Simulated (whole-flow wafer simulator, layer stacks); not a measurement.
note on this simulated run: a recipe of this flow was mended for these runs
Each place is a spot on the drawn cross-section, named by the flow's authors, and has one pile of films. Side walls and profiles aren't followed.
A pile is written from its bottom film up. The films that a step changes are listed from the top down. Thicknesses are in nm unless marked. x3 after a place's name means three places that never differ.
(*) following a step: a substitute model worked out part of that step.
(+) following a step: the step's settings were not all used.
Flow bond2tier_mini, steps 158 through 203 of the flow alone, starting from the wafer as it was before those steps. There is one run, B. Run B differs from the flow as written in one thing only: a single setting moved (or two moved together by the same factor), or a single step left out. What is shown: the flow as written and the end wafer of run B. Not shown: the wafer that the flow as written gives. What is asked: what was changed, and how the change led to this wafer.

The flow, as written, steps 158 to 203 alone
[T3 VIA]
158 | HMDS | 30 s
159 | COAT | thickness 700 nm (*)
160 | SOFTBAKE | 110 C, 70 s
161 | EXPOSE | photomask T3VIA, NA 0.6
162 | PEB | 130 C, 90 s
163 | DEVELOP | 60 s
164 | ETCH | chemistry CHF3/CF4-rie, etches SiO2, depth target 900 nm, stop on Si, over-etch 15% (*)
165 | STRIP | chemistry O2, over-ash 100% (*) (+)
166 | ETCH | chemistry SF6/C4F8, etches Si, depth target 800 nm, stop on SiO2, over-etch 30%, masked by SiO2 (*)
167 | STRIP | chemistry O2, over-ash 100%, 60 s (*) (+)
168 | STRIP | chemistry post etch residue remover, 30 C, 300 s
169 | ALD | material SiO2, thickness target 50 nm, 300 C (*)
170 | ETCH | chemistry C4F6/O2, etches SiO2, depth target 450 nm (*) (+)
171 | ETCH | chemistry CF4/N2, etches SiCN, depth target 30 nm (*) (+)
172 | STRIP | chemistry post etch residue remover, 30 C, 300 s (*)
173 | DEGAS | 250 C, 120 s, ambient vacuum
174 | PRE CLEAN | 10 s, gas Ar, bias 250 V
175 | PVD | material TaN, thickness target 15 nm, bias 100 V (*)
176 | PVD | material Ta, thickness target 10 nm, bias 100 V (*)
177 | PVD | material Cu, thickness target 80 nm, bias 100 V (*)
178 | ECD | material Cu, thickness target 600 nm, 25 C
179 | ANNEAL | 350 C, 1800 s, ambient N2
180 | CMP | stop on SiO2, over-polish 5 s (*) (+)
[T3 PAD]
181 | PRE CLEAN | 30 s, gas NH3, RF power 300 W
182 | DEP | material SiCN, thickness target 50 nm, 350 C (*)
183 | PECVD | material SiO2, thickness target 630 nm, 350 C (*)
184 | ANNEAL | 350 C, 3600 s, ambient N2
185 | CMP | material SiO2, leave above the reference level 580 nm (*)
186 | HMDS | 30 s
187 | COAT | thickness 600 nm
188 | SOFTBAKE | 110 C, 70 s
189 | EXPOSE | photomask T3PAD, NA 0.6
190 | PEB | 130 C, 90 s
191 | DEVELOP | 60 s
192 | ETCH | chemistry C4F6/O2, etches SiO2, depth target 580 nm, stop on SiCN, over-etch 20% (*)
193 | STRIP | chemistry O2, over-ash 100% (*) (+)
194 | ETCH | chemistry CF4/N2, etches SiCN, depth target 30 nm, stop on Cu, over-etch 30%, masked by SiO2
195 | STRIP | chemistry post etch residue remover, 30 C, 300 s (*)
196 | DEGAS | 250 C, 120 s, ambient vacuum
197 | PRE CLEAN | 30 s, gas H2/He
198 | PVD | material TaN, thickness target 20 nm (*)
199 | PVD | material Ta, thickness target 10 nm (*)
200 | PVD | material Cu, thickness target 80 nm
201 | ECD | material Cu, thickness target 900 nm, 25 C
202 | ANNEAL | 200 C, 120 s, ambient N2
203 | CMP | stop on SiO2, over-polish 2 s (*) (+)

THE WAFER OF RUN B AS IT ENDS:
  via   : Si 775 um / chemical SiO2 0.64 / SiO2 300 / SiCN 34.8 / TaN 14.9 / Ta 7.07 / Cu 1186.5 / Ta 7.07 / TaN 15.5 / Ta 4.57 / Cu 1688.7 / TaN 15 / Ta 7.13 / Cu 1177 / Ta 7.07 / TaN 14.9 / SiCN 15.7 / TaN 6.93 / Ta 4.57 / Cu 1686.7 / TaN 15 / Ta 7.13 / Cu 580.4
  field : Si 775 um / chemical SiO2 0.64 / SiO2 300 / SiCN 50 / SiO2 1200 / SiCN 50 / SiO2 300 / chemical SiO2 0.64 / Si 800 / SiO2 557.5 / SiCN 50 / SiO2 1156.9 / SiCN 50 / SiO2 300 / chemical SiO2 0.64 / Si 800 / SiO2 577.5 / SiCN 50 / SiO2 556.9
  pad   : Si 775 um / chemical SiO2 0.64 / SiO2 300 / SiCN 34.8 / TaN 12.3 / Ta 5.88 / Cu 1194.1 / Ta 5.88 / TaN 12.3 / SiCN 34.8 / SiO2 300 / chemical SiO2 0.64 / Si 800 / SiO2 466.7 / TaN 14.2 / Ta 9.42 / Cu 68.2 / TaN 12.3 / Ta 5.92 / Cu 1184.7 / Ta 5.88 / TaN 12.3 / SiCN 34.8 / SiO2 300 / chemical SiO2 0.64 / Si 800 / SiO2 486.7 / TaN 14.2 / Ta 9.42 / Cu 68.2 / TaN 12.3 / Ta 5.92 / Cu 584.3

Cause: step 171, ETCH: chemistry CF4/N2, etches SiCN, depth target 30 nm (*) (+), was skipped.

How this came from the change, step by step:
  174 | PRE CLEAN | 10 s, gas Ar, bias 250 V
      via: -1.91 SiCN (in the flow as written it would be: -3.19 TaN)
  175 | PVD | material TaN, thickness target 15 nm, bias 100 V (*)
      via: +6.93 TaN (new film) (in the flow as written it would be: +6.94 TaN)
With metal films that touch counted as one body, via has 2 bodies (between them, from the top down: SiCN 15.7); the flow as written gives 1 body.
